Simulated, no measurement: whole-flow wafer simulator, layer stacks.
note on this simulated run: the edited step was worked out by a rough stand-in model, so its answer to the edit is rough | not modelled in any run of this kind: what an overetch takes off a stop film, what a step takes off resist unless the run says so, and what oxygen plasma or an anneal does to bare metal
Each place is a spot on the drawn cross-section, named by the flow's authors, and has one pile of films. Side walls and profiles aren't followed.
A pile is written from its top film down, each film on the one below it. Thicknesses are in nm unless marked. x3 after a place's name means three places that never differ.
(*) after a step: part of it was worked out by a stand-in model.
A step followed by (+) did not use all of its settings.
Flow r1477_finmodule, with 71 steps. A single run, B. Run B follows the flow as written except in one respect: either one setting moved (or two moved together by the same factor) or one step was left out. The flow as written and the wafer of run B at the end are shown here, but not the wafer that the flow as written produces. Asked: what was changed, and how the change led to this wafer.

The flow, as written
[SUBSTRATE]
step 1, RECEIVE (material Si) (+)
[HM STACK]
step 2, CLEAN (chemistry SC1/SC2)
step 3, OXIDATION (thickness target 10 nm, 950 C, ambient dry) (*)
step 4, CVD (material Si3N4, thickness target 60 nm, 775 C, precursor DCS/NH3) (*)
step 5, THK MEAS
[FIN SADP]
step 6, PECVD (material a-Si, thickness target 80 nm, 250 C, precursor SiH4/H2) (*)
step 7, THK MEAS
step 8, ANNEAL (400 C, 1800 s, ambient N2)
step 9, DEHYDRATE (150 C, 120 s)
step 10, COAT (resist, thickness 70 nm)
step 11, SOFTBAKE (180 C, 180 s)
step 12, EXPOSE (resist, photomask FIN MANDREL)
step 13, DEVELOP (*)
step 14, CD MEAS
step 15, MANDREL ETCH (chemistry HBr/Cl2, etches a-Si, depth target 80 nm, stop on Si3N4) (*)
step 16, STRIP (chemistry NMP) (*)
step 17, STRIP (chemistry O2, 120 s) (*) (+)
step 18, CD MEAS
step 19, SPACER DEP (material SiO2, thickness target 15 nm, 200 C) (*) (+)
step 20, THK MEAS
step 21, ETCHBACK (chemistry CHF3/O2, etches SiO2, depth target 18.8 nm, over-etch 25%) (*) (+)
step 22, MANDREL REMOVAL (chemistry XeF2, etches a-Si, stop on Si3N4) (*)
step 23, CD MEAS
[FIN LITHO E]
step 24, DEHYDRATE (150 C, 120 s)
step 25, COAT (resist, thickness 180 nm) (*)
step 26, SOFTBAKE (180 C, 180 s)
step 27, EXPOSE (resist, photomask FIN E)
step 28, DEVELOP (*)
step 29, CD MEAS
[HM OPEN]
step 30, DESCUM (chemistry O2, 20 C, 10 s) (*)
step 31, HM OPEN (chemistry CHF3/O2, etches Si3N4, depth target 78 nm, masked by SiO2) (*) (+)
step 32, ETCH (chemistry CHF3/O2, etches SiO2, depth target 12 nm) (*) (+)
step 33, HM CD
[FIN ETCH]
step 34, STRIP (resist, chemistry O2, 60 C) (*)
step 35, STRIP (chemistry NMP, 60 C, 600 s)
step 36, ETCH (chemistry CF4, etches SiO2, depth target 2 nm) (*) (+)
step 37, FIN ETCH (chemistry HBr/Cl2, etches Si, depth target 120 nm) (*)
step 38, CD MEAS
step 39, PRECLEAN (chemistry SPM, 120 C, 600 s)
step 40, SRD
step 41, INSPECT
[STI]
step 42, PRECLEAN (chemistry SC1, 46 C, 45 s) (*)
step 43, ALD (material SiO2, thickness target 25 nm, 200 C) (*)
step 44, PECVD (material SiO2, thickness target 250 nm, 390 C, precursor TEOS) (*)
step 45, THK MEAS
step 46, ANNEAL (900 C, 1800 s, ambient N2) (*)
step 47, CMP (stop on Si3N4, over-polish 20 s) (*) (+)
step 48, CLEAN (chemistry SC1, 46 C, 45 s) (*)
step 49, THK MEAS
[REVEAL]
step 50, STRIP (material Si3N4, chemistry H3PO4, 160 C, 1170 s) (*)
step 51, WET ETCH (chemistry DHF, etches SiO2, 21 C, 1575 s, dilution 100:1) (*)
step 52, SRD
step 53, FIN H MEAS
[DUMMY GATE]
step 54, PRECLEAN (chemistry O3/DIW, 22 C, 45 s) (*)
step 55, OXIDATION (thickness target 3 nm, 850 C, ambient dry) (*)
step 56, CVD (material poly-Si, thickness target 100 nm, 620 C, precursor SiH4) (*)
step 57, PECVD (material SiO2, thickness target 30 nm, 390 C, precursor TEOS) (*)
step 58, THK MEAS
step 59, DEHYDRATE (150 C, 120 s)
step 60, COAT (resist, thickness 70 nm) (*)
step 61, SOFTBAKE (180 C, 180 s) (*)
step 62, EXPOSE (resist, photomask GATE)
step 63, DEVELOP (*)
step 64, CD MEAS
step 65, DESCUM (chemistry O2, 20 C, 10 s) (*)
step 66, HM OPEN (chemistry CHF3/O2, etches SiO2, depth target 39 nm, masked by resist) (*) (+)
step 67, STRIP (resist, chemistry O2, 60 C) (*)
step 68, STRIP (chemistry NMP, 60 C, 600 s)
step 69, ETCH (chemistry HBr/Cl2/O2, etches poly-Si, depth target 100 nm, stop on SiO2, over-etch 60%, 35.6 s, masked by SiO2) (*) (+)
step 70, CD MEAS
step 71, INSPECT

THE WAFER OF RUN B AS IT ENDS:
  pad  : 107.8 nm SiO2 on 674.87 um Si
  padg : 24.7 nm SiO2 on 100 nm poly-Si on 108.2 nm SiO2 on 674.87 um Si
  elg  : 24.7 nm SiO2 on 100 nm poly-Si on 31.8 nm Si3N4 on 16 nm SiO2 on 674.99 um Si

What caused this: step 3, OXIDATION: thickness target 16 nm was run, whereas the flow has thickness target 10 nm.
One can read it off the wafer: elg has SiO2 16, and step 3 as written asks for 10 nm.

The path from the change to this, step by step:
  step 3, OXIDATION (thickness target 10 nm, 950 C, ambient dry) (*)
      pad, padg, elg and 33 more: SiO2 gains 16 (new film), chemical SiO2 loses 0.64 (all of it), Si loses 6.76 (in the flow as written it would be: SiO2 gains 10 (new film), chemical SiO2 loses 0.64 (all of it), Si loses 4.12)
  step 31, HM OPEN (chemistry CHF3/O2, etches Si3N4, depth target 78 nm, masked by SiO2) (*) (+)
      pad, padg, esg and 13 more: Si3N4 loses 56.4 (all of it), SiO2 loses 10.8 (in the flow as written it would be: Si3N4 loses 56.4 (all of it), SiO2 loses 10 (all of it))
  step 32, ETCH (chemistry CHF3/O2, etches SiO2, depth target 12 nm) (*) (+)
      pad, padg, e40sg and 11 more: SiO2 loses 5.19 (all of it), Si loses 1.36 (in the flow as written it would be: Si loses 2.4)
      esg, eso: SiO2 loses 5.19 (all of it), Si loses 1.36 (in the flow as written it would be: Si loses 1.77)
      (and at 6 other places as well)
  step 43, ALD (material SiO2, thickness target 25 nm, 200 C) (*)
      s40cg, s45cg, s50cg, s40co, s45co, s50co: SiO2 gains 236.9 (new film) (in the flow as written it would be: SiO2 gains 232.1 (new film))
      esg: SiO2 gains 199.8 (new film) (in the flow as written it would be: SiO2 gains 194.3 (new film))
  step 47, CMP (stop on Si3N4, over-polish 20 s) (*) (+)
      pad, padg, e40sg and 11 more: SiO2 loses 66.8 (in the flow as written it would be: SiO2 loses 71.8)
      eso: SiO2 loses 66.8 (in the flow as written it would be: SiO2 loses 72.4)
  step 51, WET ETCH (chemistry DHF, etches SiO2, 21 C, 1575 s, dilution 100:1) (*)
      s40sg_line, s45sg_line, s50sg_line, s40so_line, s45so_line, s50so_line: SiO2 loses 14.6 (all of it) (in the flow as written it would be: SiO2 loses 8.63 (all of it))
  step 56, CVD (material poly-Si, thickness target 100 nm, 620 C, precursor SiH4) (*)
      s40cg, s40co: poly-Si gains 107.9 (new film) (in the flow as written it would be: poly-Si gains 113.9 (new film))
      s45cg, s45co: poly-Si gains 107.4 (new film) (in the flow as written it would be: poly-Si gains 113.4 (new film))
      (and at 2 other places as well)
  step 60, COAT (resist, thickness 70 nm) (*)
      s40sg, s40so: resist gains 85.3 (new film) (in the flow as written it would be: resist gains 91 (new film))
      s45sg, s45so: resist gains 85.2 (new film) (in the flow as written it would be: resist gains 91 (new film))
      (and at 2 other places as well)
  step 63, DEVELOP (*)
      s40so: resist loses 85.3 (all of it) (in the flow as written it would be: resist loses 91 (all of it))
      s45so: resist loses 85.2 (all of it) (in the flow as written it would be: resist loses 91 (all of it))
      (and at 1 other place as well)
  step 67, STRIP (resist, chemistry O2, 60 C) (*)
      s40sg: resist loses 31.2 (all of it) (in the flow as written it would be: resist loses 36.9 (all of it))
      s45sg: resist loses 31.1 (all of it) (in the flow as written it would be: resist loses 36.9 (all of it))
      (and at 1 other place as well)
  step 69, ETCH (chemistry HBr/Cl2/O2, etches poly-Si, depth target 100 nm, stop on SiO2, over-etch 60%, 35.6 s, masked by SiO2) (*) (+)
      s40co: chemical SiO2 loses 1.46 (all of it), poly-Si loses 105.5 (all of it), SiO2 loses 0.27 (in the flow as written it would be: chemical SiO2 loses 1.46 (all of it), poly-Si loses 111.5 (all of it), SiO2 loses 0.24)
      s45co: chemical SiO2 loses 1.46 (all of it), poly-Si loses 104.9 (all of it), SiO2 loses 0.28 (in the flow as written it would be: chemical SiO2 loses 1.46 (all of it), poly-Si loses 110.9 (all of it), SiO2 loses 0.25)
      (and at 1 other place as well)
